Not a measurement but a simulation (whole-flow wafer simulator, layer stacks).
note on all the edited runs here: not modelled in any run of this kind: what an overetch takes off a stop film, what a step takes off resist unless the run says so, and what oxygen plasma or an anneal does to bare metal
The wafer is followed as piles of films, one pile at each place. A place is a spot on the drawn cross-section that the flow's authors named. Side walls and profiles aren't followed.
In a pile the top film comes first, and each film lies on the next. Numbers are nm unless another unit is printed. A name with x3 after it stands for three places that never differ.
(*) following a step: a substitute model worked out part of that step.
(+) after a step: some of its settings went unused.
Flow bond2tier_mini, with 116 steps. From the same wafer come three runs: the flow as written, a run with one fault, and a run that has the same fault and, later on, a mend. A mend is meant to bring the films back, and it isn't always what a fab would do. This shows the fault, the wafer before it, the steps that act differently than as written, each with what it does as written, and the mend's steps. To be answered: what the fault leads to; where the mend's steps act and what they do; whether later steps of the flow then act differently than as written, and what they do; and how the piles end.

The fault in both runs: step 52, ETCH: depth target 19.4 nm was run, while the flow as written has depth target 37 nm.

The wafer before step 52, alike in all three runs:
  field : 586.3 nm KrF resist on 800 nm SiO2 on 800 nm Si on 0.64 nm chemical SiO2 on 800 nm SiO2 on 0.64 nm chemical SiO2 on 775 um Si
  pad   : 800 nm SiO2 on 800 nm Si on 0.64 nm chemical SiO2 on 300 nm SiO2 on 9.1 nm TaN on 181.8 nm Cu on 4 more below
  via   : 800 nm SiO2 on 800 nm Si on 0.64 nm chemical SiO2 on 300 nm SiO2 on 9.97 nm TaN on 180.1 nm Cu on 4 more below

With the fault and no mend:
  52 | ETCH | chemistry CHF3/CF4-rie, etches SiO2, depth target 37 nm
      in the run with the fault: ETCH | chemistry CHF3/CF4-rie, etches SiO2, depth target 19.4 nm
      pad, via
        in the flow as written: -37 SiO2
        in the run with the fault: -19.4 SiO2
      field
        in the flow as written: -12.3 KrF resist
        in the run with the fault: -6.47 KrF resist
  Later steps of the flow acting differently than as written (5 other steps are not shown; they differ only slightly, by no more than 2% or 0.5 nm, whichever is larger):
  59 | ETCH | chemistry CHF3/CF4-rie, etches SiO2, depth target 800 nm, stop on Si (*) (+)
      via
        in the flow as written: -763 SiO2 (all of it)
        in the run with the fault: -780.6 SiO2 (all of it)
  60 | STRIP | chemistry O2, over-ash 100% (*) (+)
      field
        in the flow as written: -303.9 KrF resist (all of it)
        in the run with the fault: -311.4 KrF resist (all of it)
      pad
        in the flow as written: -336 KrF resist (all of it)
        in the run with the fault: -328.2 KrF resist (all of it)
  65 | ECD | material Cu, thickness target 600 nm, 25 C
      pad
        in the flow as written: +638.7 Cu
        in the run with the fault: +620.3 Cu
  By the end, the piles at pad depart from the flow's by more than 2% or 0.5 nm, whichever is larger.
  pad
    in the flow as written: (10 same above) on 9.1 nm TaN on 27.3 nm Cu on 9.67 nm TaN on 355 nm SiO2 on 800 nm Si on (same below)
    in the run with the fault: (10 same above) on 9.1 nm TaN on 9.57 nm Cu on 9.83 nm TaN on 372.6 nm SiO2 on 800 nm Si on (same below)

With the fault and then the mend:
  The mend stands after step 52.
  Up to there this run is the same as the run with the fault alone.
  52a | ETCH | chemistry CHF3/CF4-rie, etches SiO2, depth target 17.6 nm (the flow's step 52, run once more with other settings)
      pad, via
        -17.6 SiO2
      field
        -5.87 KrF resist
  Later steps of the flow that are run all act as written at every place that is followed.
  By the end, the piles equal the flow's at every place that both follow.
